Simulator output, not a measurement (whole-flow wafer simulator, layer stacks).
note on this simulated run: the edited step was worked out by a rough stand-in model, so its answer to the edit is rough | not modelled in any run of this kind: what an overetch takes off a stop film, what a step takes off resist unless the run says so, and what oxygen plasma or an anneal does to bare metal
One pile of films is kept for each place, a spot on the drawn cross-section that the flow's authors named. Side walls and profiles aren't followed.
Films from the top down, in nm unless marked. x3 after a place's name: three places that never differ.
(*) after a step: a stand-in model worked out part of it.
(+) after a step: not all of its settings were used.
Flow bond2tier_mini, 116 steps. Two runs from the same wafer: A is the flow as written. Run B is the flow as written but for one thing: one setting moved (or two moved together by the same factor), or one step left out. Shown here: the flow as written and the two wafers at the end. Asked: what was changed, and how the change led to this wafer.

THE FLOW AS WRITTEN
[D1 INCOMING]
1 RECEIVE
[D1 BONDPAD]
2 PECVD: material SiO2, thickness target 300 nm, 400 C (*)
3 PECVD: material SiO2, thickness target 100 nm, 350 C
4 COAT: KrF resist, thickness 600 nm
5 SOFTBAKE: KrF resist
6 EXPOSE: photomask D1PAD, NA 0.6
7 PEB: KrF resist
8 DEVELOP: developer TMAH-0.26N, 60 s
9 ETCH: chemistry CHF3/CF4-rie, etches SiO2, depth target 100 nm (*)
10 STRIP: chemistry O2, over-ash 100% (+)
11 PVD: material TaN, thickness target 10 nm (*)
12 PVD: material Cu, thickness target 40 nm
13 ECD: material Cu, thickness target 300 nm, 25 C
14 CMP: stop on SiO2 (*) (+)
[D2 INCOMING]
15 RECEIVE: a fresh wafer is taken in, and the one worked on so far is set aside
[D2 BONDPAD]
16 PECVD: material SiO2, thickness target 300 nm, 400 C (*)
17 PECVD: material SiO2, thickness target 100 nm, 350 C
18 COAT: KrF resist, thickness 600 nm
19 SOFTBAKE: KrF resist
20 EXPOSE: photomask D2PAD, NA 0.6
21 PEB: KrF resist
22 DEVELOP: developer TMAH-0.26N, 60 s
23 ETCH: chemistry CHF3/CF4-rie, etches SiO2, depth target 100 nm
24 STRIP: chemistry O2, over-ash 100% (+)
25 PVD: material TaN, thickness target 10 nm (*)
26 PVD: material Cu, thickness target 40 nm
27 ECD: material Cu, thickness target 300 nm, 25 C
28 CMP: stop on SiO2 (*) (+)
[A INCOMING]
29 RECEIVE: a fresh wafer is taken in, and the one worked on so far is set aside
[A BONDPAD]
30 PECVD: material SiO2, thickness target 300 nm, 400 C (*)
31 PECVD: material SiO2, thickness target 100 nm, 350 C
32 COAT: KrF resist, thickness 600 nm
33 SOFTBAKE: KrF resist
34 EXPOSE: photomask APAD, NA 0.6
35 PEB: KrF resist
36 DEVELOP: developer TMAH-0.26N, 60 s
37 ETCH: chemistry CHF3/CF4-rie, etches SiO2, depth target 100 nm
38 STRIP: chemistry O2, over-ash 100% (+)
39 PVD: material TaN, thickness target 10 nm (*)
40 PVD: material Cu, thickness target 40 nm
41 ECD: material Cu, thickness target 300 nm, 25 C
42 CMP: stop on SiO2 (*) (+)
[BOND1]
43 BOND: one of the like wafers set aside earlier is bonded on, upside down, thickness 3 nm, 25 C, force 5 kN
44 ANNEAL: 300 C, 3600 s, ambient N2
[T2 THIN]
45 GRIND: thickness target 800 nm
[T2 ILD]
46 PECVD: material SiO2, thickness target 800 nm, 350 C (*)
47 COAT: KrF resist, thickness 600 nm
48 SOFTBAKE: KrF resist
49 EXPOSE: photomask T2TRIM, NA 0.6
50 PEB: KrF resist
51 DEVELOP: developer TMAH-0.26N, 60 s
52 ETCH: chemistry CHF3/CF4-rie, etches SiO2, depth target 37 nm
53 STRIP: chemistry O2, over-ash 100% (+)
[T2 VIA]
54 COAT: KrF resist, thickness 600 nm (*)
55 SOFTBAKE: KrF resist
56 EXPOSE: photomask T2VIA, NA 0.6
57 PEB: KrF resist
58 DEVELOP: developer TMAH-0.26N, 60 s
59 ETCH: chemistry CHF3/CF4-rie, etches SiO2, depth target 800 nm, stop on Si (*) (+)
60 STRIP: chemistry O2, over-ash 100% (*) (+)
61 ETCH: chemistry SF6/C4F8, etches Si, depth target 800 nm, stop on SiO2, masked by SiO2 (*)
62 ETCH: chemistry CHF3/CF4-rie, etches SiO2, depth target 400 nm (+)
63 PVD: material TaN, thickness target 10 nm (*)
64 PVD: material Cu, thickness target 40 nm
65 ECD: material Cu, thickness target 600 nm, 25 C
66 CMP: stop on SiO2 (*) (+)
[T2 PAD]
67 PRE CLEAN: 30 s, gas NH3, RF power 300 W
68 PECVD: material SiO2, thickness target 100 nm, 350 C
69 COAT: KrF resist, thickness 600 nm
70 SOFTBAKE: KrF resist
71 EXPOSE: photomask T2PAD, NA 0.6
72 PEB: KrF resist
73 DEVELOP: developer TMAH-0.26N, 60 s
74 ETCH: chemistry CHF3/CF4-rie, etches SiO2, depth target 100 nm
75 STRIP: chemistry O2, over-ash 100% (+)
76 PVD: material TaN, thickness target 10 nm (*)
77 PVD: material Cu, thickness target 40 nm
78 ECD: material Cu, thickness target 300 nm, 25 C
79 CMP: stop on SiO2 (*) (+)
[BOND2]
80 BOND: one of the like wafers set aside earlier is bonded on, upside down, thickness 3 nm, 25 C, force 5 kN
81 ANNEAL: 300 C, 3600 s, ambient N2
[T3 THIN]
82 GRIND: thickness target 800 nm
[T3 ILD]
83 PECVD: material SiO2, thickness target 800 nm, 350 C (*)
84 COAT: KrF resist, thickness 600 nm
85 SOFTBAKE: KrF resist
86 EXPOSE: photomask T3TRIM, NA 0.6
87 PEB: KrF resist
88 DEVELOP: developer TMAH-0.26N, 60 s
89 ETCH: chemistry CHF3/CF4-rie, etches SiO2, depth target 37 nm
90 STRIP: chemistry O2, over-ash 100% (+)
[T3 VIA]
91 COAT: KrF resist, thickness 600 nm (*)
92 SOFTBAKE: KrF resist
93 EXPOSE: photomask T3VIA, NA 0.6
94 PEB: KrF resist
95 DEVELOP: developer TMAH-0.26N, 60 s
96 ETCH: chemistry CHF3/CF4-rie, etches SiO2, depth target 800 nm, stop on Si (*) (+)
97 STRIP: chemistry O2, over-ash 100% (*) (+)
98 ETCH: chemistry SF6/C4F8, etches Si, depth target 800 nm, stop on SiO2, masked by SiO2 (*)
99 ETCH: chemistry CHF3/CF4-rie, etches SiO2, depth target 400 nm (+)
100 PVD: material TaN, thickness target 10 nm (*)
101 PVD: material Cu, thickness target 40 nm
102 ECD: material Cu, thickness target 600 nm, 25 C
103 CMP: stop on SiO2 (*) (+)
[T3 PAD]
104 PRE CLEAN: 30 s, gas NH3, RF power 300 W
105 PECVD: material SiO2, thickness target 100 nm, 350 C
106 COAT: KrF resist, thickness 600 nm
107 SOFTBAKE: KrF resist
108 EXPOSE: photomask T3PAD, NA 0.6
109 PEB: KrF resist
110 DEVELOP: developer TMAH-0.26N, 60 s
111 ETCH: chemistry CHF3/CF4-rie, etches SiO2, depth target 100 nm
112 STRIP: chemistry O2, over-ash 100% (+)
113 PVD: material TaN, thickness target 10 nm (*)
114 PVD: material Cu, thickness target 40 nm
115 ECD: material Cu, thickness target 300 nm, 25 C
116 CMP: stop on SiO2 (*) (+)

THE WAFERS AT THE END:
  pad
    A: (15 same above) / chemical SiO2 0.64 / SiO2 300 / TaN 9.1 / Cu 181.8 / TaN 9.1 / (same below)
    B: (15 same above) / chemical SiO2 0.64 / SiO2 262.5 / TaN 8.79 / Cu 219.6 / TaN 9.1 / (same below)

The cause: step 9, ETCH: depth target 137.5 nm was run, where the flow has depth target 100 nm.

How the change led to this, step by step:
  9 ETCH: chemistry CHF3/CF4-rie, etches SiO2, depth target 100 nm (*)
      pad, via: A SiO2 -100 | B SiO2 -137.5
      field: A KrF resist -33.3 | B KrF resist -45.8
  10 STRIP: chemistry O2, over-ash 100% (+)
      field: A KrF resist -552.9 (all of it) | B KrF resist -540.4 (all of it)
  12 PVD: material Cu, thickness target 40 nm
      pad: A Cu +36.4 (new film) | B Cu +35.2 (new film)
  13 ECD: material Cu, thickness target 300 nm, 25 C
      pad: A Cu +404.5 | B Cu +443.6
      via: A Cu +400.2 | B Cu +437.9
  43 BOND: one of the like wafers set aside earlier is bonded on, upside down, thickness 3 nm, 25 C, force 5 kN
      pad: A Si +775 um (new film), chemical SiO2 +0.64 (new film), SiO2 +300 (new film), TaN +9.1 (new film), Cu +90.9 | B Si +775 um (new film), chemical SiO2 +0.64 (new film), SiO2 +262.5 (new film), TaN +8.79 (new film), Cu +128.7
      via: A Si +775 um (new film), chemical SiO2 +0.64 (new film), SiO2 +300 (new film), TaN +9.97 (new film), Cu +90 | B Si +775 um (new film), chemical SiO2 +0.64 (new film), SiO2 +262.5 (new film), TaN +9.93 (new film), Cu +127.6
